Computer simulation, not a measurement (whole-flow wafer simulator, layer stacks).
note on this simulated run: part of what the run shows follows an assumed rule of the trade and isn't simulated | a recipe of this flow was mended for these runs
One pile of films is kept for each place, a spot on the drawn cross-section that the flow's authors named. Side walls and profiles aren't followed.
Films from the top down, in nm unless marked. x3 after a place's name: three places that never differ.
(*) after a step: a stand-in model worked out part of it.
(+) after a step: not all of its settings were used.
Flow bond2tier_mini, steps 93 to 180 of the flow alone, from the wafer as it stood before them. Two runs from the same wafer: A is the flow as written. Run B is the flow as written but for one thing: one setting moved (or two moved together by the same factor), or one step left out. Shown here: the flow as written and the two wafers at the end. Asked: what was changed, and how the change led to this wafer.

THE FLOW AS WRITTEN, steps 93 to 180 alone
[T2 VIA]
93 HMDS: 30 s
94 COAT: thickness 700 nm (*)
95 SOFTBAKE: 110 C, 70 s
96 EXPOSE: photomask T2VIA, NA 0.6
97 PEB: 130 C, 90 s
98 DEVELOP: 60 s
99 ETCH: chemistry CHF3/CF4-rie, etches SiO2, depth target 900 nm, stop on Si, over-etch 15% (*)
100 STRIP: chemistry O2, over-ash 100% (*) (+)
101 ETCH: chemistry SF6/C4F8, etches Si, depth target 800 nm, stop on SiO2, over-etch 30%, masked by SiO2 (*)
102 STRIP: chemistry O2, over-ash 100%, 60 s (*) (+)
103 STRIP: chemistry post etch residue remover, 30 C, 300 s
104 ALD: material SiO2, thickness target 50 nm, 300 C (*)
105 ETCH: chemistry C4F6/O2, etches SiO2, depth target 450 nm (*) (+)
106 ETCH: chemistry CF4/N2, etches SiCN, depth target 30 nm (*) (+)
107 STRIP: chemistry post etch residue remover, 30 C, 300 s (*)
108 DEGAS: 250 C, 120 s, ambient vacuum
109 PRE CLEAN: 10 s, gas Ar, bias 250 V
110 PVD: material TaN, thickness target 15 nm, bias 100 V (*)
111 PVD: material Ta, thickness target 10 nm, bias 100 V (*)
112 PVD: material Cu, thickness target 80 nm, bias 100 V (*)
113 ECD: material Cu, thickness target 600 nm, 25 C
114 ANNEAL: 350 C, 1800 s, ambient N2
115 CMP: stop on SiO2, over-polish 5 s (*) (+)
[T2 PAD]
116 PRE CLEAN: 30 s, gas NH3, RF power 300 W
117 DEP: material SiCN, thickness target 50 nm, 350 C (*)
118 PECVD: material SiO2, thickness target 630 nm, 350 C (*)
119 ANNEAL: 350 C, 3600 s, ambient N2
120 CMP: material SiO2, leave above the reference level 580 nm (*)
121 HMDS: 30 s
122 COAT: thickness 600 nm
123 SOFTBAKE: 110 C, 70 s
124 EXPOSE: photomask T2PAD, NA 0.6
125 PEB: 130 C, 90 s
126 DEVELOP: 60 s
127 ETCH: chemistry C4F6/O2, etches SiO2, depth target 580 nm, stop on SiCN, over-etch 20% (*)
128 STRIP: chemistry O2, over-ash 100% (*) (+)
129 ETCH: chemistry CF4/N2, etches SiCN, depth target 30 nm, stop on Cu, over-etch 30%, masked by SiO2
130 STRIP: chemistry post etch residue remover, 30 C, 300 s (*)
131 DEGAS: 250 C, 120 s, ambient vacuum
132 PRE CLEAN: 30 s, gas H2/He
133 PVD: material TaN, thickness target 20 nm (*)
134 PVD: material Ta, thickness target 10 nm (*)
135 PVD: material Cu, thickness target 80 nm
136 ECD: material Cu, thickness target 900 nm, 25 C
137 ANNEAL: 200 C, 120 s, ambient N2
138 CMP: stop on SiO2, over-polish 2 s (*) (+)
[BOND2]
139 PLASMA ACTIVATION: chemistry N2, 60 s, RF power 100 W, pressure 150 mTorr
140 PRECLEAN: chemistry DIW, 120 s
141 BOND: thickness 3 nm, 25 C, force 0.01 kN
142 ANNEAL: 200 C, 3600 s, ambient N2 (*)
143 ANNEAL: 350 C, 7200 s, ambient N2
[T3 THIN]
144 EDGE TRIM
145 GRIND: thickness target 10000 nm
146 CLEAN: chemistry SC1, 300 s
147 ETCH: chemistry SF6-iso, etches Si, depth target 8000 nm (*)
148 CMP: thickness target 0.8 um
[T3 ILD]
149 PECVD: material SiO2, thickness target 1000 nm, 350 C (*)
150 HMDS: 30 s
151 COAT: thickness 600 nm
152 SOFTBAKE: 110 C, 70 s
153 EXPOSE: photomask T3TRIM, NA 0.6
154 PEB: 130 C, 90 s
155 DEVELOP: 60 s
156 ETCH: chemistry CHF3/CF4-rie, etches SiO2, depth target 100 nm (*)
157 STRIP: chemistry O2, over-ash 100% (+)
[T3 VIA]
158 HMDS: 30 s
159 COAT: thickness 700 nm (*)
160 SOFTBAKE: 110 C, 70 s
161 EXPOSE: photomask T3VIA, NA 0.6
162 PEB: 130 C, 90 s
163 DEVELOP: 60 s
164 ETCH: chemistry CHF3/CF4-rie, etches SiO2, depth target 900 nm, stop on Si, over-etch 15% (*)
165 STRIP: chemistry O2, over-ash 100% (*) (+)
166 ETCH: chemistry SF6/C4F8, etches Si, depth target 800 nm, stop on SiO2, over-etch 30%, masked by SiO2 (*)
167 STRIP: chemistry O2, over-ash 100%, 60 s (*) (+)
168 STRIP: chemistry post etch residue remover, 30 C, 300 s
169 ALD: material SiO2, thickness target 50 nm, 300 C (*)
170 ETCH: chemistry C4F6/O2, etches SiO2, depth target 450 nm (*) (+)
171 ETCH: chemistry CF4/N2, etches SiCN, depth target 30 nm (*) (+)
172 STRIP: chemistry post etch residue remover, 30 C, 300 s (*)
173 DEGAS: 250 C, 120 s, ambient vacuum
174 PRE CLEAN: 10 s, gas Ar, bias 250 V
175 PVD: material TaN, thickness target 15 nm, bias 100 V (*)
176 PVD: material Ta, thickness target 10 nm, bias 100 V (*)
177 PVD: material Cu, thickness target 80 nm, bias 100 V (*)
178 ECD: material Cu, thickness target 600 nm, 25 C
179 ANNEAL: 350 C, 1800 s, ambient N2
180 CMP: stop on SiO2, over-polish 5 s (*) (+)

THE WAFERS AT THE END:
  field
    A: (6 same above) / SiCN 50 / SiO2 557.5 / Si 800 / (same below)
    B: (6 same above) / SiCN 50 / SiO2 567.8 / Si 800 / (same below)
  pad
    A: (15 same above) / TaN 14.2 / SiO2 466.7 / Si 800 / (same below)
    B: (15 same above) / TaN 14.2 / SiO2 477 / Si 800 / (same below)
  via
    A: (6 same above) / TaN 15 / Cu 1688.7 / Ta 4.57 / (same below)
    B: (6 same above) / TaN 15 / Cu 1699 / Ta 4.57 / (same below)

The cause: step 100, STRIP: chemistry O2, over-ash 100% (*) (+), was left out.

How the change led to this, step by step:
  101 ETCH: chemistry SF6/C4F8, etches Si, depth target 800 nm, stop on SiO2, over-etch 30%, masked by SiO2 (*)
      field, pad: A SiO2 -10.3 | B thick-KrF-resist -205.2
  102 STRIP: chemistry O2, over-ash 100%, 60 s (*) (+)
      field: A nothing | B thick-KrF-resist -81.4 (all of it)
      pad: A nothing | B thick-KrF-resist -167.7 (all of it)
